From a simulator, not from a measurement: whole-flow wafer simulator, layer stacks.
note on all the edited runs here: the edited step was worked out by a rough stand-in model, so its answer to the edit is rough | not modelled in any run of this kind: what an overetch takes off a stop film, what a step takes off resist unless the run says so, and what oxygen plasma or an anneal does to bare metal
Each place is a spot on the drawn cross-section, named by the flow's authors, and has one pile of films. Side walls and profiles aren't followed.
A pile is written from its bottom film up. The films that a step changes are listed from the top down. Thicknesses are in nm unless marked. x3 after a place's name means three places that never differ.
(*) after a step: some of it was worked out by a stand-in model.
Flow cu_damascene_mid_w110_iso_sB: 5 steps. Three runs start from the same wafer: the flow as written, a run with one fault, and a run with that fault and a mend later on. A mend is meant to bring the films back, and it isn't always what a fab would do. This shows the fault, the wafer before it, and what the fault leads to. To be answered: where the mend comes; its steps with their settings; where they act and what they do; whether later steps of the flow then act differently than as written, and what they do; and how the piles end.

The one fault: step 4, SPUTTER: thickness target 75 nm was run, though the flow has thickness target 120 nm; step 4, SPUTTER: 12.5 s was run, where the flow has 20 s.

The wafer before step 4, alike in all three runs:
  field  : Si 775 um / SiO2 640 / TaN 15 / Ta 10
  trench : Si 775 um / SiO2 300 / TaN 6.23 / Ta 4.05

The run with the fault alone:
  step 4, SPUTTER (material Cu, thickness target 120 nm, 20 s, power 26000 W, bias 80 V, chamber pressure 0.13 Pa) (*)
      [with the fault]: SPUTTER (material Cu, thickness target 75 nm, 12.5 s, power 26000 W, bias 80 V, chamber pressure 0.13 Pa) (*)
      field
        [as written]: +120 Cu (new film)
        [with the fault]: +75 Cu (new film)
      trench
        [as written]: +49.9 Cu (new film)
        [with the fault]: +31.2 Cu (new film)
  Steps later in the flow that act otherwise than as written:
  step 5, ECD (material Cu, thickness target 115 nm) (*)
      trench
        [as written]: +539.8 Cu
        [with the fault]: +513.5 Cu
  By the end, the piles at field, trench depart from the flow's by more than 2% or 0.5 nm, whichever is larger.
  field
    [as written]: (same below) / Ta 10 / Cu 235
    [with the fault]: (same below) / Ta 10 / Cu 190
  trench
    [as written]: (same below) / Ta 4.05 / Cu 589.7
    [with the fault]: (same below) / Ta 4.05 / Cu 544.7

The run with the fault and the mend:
  The mend stands after step 4.
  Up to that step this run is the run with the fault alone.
  step 4a, SPUTTER (material Cu, thickness target 45 nm, 7.5 s, power 26000 W, bias 80 V, chamber pressure 0.13 Pa) (*) (the flow's step 4 again, with other settings)
      field
        +45 Cu
      trench
        +15 Cu
  Every later step of the flow that is run acts as written, at every place that is followed, to within 2% or 0.5 nm, whichever is larger.
  By the end, the piles equal the flow's at every place that both follow.
